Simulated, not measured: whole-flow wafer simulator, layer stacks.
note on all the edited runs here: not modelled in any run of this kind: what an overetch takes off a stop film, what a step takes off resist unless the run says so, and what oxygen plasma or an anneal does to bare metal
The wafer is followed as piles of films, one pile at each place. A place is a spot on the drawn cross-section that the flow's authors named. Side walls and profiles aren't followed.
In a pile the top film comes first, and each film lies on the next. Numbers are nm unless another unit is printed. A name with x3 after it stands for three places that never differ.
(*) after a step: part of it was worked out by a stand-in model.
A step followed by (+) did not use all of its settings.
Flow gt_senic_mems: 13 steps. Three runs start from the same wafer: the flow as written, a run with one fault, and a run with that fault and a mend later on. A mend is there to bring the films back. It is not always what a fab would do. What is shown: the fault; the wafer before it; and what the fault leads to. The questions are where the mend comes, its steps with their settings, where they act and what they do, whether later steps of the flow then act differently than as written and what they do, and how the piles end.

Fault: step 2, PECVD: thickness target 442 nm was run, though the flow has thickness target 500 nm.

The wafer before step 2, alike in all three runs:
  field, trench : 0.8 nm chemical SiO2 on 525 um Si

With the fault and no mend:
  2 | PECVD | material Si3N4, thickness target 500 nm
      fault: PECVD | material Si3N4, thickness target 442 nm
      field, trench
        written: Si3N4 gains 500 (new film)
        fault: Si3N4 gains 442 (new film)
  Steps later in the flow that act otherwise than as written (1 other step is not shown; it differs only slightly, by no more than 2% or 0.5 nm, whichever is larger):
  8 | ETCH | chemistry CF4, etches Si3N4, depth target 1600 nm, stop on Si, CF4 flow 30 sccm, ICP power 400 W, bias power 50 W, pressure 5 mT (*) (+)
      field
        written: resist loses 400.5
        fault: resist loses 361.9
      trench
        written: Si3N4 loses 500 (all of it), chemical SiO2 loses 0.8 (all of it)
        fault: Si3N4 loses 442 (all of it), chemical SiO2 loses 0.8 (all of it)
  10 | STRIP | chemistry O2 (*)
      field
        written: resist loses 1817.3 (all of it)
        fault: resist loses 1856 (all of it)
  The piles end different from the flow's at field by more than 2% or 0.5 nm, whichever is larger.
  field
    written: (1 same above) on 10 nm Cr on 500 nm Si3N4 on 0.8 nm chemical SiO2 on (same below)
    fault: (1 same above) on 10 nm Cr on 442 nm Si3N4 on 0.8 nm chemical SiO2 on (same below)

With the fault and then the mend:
  The mend follows step 7.
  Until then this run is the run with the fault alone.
  7a | STRIP | chemistry O2 (*)
      field
        resist loses 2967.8 (all of it)
  7b | PECVD | material Si3N4, thickness target 58 nm (a further turn of the flow's step 2, with different settings)
      field, trench
        Si3N4 gains 58
  7c | HMDS (a further turn of the flow's step 3)
      alters no film at any place that is followed
  7d | COAT | resist, thickness 3000 nm (a further turn of the flow's step 4)
      field, trench
        resist gains 3000 (new film)
  7e | SOFTBAKE | resist (a further turn of the flow's step 5)
      alters no film at any place that is followed
  7f | EXPOSE | photomask DEVICE, dose 108.9 mJ/cm2, wavelength 405 nm (*) (a further turn of the flow's step 6)
      alters no film at any place that is followed
  7g | DEVELOP | resist, thickness 3000 nm, developer developer-E, 60 s (a further turn of the flow's step 7)
      field
        resist loses 32.2
      trench
        resist loses 3000 (all of it)
  Later steps of the flow that are run all act as written at every place that is followed.
  At every place that both follow, the piles at the end match the flow's.
